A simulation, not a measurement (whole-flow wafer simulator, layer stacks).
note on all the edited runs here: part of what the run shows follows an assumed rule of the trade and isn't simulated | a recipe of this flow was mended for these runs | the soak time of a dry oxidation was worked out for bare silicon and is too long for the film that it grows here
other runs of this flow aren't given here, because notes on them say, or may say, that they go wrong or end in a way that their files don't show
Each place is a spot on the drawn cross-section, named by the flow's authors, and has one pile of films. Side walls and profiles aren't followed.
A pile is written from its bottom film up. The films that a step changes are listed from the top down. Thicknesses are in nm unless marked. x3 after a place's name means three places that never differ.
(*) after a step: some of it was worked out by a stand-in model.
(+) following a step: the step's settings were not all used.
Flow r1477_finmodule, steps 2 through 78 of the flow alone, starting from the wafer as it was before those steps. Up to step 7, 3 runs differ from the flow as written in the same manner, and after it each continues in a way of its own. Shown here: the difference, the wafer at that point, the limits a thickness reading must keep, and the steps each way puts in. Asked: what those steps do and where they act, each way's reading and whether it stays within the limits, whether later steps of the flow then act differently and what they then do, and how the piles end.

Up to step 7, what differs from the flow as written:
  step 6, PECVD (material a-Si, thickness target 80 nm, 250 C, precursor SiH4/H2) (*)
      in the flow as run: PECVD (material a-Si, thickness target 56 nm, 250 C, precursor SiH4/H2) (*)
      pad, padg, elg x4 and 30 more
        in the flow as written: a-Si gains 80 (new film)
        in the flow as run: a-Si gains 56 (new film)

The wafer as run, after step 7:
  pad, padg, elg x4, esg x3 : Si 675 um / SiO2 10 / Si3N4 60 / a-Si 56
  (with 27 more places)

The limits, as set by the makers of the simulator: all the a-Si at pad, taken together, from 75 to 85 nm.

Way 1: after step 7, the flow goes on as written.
  Reading after step 7: 56 nm, not within the limits.
  Later steps of the flow acting differently than as written (6 more steps, not shown, differ only slightly: by at most 2% or 0.5 nm, whichever is larger):
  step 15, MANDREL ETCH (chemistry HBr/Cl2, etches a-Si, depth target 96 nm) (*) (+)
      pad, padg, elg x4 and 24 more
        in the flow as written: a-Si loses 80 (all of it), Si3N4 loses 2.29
        going this way: a-Si loses 56 (all of it), Si3N4 loses 5.71
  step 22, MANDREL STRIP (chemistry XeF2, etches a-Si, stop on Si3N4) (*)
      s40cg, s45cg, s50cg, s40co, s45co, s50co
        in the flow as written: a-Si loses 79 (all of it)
        going this way: a-Si loses 55 (all of it)
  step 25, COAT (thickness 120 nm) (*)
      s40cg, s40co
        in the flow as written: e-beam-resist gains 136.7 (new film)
        going this way: e-beam-resist gains 129.3 (new film)
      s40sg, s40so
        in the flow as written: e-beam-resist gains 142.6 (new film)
        going this way: e-beam-resist gains 138.6 (new film)
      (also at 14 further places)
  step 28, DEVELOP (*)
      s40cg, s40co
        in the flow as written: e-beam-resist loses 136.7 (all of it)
        going this way: e-beam-resist loses 129.3 (all of it)
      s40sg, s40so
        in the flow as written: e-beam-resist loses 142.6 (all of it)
        going this way: e-beam-resist loses 138.6 (all of it)
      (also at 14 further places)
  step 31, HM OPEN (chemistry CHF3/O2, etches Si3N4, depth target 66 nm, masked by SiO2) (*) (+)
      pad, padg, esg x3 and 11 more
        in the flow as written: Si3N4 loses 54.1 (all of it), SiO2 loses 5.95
        going this way: Si3N4 loses 50.7 (all of it), SiO2 loses 7.67
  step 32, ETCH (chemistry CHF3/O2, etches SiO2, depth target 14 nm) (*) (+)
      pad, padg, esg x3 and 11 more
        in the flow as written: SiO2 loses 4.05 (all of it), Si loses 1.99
        going this way: SiO2 loses 2.33 (all of it), Si loses 2.33
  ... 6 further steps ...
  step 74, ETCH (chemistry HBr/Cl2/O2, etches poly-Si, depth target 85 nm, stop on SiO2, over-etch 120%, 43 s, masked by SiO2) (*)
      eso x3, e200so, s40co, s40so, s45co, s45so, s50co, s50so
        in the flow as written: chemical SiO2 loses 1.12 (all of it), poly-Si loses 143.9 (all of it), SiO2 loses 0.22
        going this way: chemical SiO2 loses 1.12 (all of it), poly-Si loses 147.5 (all of it), SiO2 loses 0.2
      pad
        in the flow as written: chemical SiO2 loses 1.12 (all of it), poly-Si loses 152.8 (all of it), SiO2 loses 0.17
        going this way: chemical SiO2 loses 1.12 (all of it), poly-Si loses 156.4 (all of it), SiO2 loses 0.15
  At pad, padg, esg x3 and 17 more, the piles at the end differ from the flow's by more than 2% or 0.5 nm, whichever is larger.
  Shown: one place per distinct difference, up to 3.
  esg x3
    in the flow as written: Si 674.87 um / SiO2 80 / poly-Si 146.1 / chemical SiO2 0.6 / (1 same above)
    going this way: Si 674.87 um / SiO2 76.7 / poly-Si 149.7 / chemical SiO2 0.6 / (1 same above)
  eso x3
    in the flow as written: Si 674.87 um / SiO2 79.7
    going this way: Si 674.87 um / SiO2 76.5
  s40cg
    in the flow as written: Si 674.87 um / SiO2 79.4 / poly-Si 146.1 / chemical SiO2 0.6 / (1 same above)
    going this way: Si 674.87 um / SiO2 75.8 / poly-Si 149.7 / chemical SiO2 0.6 / (1 same above)

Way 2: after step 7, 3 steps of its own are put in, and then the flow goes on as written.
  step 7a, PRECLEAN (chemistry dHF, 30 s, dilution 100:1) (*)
      leaves every film unchanged at each place that is followed
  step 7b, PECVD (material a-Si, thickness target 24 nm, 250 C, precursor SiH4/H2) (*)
      pad, padg, elg x4 and 30 more
        a-Si gains 24
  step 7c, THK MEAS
      leaves every film unchanged at each place that is followed
  Reading after step 7c: 80 nm, inside the limits.
  Later steps of the flow that are run all act as written at every place that is followed.
  By the end, the piles equal the flow's at every place that both follow.

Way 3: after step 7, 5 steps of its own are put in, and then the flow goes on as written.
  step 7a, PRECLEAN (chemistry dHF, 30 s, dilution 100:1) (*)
      leaves every film unchanged at each place that is followed
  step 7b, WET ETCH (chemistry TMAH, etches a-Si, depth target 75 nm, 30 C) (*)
      pad, padg, elg x4 and 30 more
        a-Si loses 56 (all of it)
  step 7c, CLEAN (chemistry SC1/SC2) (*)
      leaves every film unchanged at each place that is followed
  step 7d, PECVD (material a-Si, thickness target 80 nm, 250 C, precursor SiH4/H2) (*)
      pad, padg, elg x4 and 30 more
        a-Si gains 80 (new film)
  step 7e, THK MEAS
      leaves every film unchanged at each place that is followed
  Reading after step 7e: 80 nm, inside the limits.
  Later steps of the flow that are run all act as written at every place that is followed.
  By the end, the piles equal the flow's at every place that both follow.

The limits are kept by: way 2, way 3. They are not kept by: way 1.
